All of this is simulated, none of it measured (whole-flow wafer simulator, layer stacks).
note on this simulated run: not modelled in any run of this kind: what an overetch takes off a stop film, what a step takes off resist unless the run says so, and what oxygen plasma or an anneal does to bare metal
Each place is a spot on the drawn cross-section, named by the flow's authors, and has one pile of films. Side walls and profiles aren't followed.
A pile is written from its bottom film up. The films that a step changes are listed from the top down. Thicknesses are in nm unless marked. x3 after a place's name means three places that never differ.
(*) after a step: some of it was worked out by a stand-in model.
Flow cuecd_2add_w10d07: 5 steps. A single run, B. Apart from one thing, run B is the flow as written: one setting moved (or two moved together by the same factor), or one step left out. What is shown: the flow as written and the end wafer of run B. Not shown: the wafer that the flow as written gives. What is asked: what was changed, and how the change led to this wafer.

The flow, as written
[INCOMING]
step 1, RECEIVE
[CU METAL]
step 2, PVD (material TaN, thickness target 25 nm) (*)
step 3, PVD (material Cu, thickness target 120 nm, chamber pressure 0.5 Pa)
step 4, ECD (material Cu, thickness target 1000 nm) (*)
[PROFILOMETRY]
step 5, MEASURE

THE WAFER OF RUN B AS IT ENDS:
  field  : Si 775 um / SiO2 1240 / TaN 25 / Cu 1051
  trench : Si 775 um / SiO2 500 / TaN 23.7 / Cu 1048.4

Cause: step 3, PVD: thickness target 51 nm was run, while the flow as written has thickness target 120 nm.

Step by step, how the change led to this:
  step 3, PVD (material Cu, thickness target 120 nm, chamber pressure 0.5 Pa)
      field: +51 Cu (new film) (it would be, as written: +120 Cu (new film))
      trench: +48.4 Cu (new film) (it would be, as written: +114 Cu (new film))
